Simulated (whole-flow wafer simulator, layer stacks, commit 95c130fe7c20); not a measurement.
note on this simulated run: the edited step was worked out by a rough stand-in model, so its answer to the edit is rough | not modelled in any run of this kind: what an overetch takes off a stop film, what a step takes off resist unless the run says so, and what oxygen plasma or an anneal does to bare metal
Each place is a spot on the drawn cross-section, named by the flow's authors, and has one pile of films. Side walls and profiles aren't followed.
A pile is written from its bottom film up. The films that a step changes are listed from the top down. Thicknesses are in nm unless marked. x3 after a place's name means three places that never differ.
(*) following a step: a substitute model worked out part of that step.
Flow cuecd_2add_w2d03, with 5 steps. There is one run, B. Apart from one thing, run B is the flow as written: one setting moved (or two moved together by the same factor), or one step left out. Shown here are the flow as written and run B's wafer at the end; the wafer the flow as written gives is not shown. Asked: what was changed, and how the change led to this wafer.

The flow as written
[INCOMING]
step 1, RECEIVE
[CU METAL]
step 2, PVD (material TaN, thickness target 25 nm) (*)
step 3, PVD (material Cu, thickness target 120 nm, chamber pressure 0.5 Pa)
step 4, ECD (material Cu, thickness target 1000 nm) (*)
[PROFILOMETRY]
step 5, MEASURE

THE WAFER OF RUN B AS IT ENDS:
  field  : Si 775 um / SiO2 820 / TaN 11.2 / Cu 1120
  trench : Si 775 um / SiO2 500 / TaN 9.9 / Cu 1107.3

What caused this: step 2, PVD: thickness target 11.2 nm was run, though the flow has thickness target 25 nm.
The wafer itself shows it: field has TaN 11.2, and step 2 as written asks for 25 nm.

The path from the change to this, step by step:
  step 2, PVD (material TaN, thickness target 25 nm) (*)
      field: TaN gains 11.2 (new film) (as written it would have been: TaN gains 25 (new film))
      trench: TaN gains 9.9 (new film) (as written it would have been: TaN gains 22.1 (new film))
